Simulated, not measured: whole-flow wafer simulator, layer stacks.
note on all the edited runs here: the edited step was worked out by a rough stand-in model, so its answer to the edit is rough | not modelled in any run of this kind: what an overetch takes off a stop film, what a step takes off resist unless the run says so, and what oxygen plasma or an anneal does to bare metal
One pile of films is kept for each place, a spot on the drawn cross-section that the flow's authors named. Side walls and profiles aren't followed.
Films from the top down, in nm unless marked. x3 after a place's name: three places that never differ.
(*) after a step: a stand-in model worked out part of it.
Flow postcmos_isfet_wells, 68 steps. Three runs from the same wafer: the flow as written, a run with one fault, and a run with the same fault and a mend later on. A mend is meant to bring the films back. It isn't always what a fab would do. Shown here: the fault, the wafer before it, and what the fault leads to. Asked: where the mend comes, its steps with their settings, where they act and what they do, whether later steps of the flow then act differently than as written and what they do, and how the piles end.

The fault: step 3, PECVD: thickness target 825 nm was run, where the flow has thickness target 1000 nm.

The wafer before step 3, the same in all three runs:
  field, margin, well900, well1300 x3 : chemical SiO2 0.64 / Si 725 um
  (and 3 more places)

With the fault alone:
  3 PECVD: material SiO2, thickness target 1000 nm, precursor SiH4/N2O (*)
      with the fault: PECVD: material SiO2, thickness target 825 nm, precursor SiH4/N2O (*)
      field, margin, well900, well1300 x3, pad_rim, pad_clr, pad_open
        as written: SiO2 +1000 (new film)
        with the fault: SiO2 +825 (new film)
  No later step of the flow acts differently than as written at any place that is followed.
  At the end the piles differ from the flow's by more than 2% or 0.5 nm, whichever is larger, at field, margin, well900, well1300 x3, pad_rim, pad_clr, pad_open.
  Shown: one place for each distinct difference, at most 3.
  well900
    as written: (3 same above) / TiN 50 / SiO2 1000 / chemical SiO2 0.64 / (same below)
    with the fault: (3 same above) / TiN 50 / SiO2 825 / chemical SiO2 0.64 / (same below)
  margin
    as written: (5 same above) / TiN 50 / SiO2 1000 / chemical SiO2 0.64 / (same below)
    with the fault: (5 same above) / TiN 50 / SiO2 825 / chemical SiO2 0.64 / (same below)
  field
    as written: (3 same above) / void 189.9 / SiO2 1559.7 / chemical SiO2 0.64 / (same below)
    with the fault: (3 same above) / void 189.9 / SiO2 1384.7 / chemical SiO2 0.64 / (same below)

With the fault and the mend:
  The mend comes after step 3.
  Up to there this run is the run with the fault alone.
  3a PECVD: material SiO2, thickness target 175 nm, precursor SiH4/N2O (*) (the flow's step 3 once more, with other settings)
      field, margin, well900, well1300 x3, pad_rim, pad_clr, pad_open
        SiO2 +175
  No later step of the flow acts differently than as written at any place that is followed.
  At the end the piles are the same as the flow's at every place that both follow.
